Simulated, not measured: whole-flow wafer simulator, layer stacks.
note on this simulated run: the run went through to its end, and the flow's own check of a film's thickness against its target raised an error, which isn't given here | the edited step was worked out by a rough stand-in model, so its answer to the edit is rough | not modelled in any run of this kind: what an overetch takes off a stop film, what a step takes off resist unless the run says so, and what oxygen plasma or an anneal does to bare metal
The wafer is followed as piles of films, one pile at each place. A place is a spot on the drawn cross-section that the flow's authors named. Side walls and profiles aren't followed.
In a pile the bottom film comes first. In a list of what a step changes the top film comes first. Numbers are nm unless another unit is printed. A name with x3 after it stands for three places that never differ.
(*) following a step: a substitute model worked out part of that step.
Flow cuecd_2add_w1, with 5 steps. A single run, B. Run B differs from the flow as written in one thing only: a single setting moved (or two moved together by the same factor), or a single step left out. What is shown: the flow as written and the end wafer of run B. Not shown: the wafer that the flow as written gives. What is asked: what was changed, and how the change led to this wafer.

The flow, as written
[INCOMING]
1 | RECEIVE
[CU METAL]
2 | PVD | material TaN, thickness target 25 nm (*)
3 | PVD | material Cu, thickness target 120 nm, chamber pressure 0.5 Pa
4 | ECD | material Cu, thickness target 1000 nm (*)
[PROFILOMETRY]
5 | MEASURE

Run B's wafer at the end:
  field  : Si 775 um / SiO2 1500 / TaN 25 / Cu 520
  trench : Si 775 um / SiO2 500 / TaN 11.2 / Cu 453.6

Cause: step 4, ECD: thickness target 400 nm was run, whereas the flow has thickness target 1000 nm.

How this came from the change, step by step:
  4 | ECD | material Cu, thickness target 1000 nm (*)
      field: Cu gains 400 (in the flow as written it would be: Cu gains 1000)
      trench: Cu gains 400 (in the flow as written it would be: Cu gains 2080.2)
